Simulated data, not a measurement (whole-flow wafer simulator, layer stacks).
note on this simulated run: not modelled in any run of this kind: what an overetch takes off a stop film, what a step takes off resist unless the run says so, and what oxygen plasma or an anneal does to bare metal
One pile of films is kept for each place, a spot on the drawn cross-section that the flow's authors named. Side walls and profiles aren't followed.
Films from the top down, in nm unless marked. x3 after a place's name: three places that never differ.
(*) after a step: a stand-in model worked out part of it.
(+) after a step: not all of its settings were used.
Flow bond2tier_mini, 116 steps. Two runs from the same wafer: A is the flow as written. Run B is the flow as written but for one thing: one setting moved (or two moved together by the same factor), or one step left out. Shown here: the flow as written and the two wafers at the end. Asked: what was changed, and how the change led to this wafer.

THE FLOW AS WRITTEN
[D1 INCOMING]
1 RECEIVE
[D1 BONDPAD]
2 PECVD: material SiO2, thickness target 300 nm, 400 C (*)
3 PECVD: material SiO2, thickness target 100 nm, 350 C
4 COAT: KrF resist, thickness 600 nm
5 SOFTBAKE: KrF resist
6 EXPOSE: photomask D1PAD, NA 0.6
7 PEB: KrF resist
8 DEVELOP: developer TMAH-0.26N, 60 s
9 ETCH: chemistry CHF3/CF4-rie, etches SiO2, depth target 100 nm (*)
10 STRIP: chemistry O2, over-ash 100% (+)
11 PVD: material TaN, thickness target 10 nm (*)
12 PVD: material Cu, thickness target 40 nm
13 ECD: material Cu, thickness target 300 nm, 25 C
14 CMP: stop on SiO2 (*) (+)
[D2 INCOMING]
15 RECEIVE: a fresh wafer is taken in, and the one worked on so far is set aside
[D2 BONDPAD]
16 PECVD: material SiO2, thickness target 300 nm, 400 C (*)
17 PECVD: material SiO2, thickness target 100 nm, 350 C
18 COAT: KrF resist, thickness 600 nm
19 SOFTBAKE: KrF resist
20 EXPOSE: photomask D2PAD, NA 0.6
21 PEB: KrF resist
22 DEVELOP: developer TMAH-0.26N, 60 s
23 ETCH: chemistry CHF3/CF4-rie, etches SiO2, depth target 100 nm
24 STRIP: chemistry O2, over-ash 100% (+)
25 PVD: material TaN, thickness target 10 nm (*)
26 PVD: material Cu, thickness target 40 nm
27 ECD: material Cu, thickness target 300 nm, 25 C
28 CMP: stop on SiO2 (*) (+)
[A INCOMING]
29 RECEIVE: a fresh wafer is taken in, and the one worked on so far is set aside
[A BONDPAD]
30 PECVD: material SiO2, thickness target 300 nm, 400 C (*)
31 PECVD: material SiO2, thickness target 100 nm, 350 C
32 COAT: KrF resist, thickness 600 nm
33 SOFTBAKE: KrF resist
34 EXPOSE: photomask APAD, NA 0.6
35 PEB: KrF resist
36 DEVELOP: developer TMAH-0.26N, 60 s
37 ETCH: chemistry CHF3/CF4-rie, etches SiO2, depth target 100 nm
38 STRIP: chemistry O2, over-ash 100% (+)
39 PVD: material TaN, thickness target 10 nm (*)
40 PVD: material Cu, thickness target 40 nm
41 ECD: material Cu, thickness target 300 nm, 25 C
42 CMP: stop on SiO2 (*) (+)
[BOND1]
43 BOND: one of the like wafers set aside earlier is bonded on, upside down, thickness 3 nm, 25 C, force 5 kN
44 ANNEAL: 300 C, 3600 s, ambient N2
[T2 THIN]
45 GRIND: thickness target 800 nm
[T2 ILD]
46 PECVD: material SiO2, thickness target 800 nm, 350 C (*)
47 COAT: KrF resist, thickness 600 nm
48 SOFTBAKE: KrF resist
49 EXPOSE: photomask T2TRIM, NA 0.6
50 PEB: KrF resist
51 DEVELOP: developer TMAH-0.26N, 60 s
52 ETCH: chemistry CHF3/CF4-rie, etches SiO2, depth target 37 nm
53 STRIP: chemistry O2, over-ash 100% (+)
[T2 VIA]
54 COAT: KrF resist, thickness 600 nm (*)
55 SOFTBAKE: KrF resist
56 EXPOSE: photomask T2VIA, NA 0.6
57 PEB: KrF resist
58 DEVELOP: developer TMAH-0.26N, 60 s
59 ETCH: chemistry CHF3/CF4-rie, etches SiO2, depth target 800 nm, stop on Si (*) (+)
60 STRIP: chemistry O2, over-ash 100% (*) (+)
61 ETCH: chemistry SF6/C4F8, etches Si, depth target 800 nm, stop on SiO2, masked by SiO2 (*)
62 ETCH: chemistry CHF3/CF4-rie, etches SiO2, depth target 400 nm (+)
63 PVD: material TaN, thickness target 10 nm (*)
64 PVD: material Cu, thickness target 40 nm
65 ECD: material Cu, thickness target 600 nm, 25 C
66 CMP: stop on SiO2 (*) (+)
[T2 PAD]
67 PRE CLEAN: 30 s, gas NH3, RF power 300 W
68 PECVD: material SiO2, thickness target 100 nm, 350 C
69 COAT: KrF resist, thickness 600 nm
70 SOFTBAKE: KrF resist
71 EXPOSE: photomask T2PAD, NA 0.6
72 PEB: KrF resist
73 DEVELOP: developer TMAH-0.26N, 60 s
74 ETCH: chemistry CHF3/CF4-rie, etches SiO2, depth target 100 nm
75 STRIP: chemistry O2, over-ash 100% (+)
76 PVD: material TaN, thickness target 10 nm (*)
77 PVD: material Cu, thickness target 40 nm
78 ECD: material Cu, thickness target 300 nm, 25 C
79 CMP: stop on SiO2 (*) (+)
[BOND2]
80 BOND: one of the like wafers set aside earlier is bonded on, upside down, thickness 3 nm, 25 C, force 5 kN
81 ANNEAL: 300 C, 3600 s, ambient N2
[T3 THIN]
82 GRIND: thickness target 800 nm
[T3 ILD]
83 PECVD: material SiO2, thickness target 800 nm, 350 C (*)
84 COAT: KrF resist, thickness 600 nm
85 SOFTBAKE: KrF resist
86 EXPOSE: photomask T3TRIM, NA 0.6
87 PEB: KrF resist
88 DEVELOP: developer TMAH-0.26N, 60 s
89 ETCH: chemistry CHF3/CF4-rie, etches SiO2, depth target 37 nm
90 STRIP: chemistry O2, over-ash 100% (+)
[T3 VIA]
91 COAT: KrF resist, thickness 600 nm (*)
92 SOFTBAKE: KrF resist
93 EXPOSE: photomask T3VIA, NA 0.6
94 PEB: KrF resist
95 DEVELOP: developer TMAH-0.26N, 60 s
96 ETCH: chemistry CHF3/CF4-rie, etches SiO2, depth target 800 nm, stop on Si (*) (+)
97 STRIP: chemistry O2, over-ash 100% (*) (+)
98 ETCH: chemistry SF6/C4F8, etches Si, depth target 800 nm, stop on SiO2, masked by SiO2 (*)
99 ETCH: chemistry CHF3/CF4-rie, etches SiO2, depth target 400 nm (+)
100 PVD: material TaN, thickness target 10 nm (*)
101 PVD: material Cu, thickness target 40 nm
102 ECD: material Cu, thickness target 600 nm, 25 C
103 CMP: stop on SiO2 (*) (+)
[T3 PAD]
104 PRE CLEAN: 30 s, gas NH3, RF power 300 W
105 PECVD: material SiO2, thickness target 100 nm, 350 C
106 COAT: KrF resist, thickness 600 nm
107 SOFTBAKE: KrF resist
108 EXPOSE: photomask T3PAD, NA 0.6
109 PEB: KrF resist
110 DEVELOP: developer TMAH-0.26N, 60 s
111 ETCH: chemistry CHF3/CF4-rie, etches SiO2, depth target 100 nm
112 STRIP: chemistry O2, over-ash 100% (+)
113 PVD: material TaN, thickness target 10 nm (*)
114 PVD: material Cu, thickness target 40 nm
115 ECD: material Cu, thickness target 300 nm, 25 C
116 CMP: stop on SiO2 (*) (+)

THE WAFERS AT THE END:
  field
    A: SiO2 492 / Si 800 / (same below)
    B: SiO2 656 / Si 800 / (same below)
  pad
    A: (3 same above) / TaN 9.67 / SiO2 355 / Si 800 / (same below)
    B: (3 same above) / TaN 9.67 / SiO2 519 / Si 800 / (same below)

The cause: step 99, ETCH: depth target 236 nm was run, where the flow has depth target 400 nm.

How the change led to this, step by step:
  99 ETCH: chemistry CHF3/CF4-rie, etches SiO2, depth target 400 nm (+)
      field, pad: A SiO2 -400 | B SiO2 -236
